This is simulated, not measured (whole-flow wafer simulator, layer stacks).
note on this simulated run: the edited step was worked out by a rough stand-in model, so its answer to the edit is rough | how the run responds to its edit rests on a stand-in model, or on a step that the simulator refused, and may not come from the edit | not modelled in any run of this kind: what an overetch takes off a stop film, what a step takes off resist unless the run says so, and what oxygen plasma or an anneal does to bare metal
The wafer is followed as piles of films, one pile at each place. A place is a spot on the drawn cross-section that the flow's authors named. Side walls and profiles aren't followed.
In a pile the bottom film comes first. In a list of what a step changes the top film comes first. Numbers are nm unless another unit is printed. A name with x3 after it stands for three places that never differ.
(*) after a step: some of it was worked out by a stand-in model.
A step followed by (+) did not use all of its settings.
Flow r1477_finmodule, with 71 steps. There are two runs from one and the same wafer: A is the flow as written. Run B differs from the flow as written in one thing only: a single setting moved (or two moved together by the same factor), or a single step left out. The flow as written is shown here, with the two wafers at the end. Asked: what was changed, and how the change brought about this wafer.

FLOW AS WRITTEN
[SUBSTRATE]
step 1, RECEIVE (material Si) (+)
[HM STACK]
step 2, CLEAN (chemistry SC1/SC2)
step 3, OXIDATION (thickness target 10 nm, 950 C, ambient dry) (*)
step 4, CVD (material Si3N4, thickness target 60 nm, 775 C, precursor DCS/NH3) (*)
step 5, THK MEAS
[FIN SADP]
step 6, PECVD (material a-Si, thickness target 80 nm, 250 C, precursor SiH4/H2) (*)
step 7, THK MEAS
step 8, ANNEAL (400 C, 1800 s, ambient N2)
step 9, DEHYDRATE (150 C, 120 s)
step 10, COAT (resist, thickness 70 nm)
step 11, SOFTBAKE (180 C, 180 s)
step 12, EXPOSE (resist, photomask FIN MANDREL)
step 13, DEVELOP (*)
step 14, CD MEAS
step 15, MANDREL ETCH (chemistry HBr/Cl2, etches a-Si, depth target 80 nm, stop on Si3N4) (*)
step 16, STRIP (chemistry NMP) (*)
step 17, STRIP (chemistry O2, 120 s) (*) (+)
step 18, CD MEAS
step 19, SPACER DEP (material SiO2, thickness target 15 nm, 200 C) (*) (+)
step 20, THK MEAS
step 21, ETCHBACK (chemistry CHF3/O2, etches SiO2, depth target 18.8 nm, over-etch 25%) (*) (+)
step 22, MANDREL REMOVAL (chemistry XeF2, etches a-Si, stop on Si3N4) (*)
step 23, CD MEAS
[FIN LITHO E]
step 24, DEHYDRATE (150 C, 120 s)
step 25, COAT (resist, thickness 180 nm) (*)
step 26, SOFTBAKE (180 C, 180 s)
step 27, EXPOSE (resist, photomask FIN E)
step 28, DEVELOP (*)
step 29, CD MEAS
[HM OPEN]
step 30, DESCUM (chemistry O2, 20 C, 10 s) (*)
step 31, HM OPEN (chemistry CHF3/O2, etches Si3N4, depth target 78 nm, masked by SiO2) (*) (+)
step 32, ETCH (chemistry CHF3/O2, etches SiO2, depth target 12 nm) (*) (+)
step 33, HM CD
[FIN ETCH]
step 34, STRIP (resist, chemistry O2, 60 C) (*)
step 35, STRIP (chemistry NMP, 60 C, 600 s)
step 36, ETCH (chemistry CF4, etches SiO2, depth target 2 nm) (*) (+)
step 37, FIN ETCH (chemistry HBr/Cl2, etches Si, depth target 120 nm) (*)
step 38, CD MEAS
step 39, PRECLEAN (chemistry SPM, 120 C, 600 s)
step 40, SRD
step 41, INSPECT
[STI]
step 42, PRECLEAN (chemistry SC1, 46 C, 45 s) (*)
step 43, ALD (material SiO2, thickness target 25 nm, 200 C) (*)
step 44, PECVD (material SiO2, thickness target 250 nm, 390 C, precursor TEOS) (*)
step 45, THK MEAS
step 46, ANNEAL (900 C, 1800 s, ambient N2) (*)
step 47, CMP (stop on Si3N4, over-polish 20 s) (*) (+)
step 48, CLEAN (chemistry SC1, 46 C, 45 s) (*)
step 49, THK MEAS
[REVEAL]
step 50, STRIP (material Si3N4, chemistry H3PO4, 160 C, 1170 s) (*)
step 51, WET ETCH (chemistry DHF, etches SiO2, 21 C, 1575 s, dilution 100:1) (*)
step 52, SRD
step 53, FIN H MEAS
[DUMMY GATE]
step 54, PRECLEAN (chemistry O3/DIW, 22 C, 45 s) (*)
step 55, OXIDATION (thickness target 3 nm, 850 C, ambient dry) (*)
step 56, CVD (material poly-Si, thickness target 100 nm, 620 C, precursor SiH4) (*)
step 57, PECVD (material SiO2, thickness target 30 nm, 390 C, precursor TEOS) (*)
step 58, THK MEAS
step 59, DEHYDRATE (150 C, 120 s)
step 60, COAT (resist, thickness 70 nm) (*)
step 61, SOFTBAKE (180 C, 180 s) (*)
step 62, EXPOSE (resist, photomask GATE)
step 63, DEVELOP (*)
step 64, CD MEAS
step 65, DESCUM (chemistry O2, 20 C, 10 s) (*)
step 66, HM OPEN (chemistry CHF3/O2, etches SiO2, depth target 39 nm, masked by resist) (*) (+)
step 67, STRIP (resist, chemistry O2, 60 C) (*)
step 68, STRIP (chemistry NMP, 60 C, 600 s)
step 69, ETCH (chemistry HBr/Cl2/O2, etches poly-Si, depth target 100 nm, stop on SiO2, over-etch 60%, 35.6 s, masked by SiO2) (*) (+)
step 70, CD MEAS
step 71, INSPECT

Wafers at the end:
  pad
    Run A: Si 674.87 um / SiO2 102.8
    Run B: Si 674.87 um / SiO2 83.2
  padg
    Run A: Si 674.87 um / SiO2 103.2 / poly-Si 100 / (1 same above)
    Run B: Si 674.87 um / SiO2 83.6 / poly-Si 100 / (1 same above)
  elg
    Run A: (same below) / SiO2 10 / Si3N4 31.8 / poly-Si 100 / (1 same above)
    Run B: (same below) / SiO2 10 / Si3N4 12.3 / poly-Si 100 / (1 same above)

Cause: step 4, CVD: thickness target 40.5 nm was run, whereas the flow has thickness target 60 nm.

How this came from the change, step by step:
  step 4, CVD (material Si3N4, thickness target 60 nm, 775 C, precursor DCS/NH3) (*)
      pad, padg, elg and 33 more: A Si3N4 gains 60 (new film) | B Si3N4 gains 40.5 (new film)
  step 31, HM OPEN (chemistry CHF3/O2, etches Si3N4, depth target 78 nm, masked by SiO2) (*) (+)
      pad, padg, esg and 13 more: A Si3N4 loses 56.4 (all of it), SiO2 loses 10 (all of it) | B Si3N4 loses 36.9 (all of it), SiO2 loses 9.22
      elg, e40lg, e100lg, e200lg, elo, e40lo, e100lo, e200lo: A resist loses 78 | B resist loses 55.3
      (as well as at 12 more places)
  step 32, ETCH (chemistry CHF3/O2, etches SiO2, depth target 12 nm) (*) (+)
      pad, padg, e40sg and 11 more: A Si loses 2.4 | B SiO2 loses 0.78 (all of it), Si loses 2.24
      esg, eso: A Si loses 1.77 | B SiO2 loses 0.78 (all of it), Si loses 2.24
      (as well as at 6 more places)
  step 34, STRIP (resist, chemistry O2, 60 C) (*)
      elg, e40lg, e100lg, e200lg, elo, e40lo, e100lo, e200lo: A resist loses 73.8 (all of it) | B resist loses 96.4 (all of it)
  step 43, ALD (material SiO2, thickness target 25 nm, 200 C) (*)
      s40cg, s45cg, s50cg, s40co, s45co, s50co: A SiO2 gains 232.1 (new film) | B SiO2 gains 223.6 (new film)
      esg: A SiO2 gains 194.3 (new film) | B SiO2 gains 175.2 (new film)
  step 47, CMP (stop on Si3N4, over-polish 20 s) (*) (+)
      pad, padg, e40sg and 11 more: A SiO2 loses 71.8 | B SiO2 loses 91.5
      s40cg, s45cg, s50cg, s40co, s45co, s50co: A SiO2 loses 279 | B SiO2 loses 290.4
      (as well as at 7 more places)
  step 50, STRIP (material Si3N4, chemistry H3PO4, 160 C, 1170 s) (*)
      s40sg_line, s45sg_line, s50sg_line, s40so_line, s45so_line, s50so_line: A Si3N4 loses 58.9 (all of it), SiO2 loses 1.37 | B Si3N4 loses 39.4 (all of it), SiO2 loses 1.98
  step 51, WET ETCH (chemistry DHF, etches SiO2, 21 C, 1575 s, dilution 100:1) (*)
      s40sg_line, s45sg_line, s50sg_line, s40so_line, s45so_line, s50so_line: A SiO2 loses 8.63 (all of it) | B SiO2 loses 8.02 (all of it)
  step 56, CVD (material poly-Si, thickness target 100 nm, 620 C, precursor SiH4) (*)
      s40cg, s40co: A poly-Si gains 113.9 (new film) | B poly-Si gains 135.4 (new film)
      s45cg, s45co: A poly-Si gains 113.4 (new film) | B poly-Si gains 135.4 (new film)
      (as well as at 2 more places)
  step 60, COAT (resist, thickness 70 nm) (*)
      s40cg, s40co: A resist gains 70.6 (new film) | B resist gains 68.3 (new film)
      s40sg, s40so: A resist gains 91 (new film) | B resist gains 110.2 (new film)
      (as well as at 8 more places)
  step 63, DEVELOP (*)
      s40co: A resist loses 70.6 (all of it) | B resist loses 68.3 (all of it)
      s40so: A resist loses 91 (all of it) | B resist loses 110.2 (all of it)
      (as well as at 4 more places)
  step 67, STRIP (resist, chemistry O2, 60 C) (*)
      s40cg: A resist loses 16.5 (all of it) | B resist loses 14.2 (all of it)
      s40sg: A resist loses 36.9 (all of it) | B resist loses 56.1 (all of it)
      (as well as at 4 more places)
  step 69, ETCH (chemistry HBr/Cl2/O2, etches poly-Si, depth target 100 nm, stop on SiO2, over-etch 60%, 35.6 s, masked by SiO2) (*) (+)
      s40co: A chemical SiO2 loses 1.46 (all of it), poly-Si loses 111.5 (all of it), SiO2 loses 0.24 | B chemical SiO2 loses 1.46 (all of it), poly-Si loses 133 (all of it), SiO2 loses 0.14
      s45co: A chemical SiO2 loses 1.46 (all of it), poly-Si loses 110.9 (all of it), SiO2 loses 0.25 | B chemical SiO2 loses 1.46 (all of it), poly-Si loses 133 (all of it), SiO2 loses 0.14
      (as well as at 1 more place)
